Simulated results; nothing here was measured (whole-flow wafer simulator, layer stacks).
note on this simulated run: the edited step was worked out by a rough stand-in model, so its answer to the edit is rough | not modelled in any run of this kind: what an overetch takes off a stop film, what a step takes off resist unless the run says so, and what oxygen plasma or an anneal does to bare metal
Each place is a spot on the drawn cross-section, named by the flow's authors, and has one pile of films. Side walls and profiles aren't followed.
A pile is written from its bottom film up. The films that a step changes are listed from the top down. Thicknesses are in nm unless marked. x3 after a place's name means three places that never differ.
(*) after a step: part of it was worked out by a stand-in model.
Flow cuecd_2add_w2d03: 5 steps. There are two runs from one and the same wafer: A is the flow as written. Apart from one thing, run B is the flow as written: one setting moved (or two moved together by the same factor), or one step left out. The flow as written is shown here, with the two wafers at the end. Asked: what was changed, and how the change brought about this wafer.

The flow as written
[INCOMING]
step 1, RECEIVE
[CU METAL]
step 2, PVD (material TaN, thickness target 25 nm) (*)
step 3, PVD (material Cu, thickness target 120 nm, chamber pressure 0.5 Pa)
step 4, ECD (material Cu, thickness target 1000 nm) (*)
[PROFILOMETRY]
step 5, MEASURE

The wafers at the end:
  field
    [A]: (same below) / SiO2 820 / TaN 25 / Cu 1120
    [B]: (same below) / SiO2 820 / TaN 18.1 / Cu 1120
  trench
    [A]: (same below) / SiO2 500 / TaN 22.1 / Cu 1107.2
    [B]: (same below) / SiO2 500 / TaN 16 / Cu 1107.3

The reason: step 2, PVD: thickness target 18.1 nm was run, while the flow as written has thickness target 25 nm.
The wafer itself shows it: field has TaN 18.1, and step 2 as written asks for 25 nm.

Step by step, how the change led to this:
  step 2, PVD (material TaN, thickness target 25 nm) (*)
      field: A TaN gains 25 (new film) | B TaN gains 18.1 (new film)
      trench: A TaN gains 22.1 (new film) | B TaN gains 16 (new film)
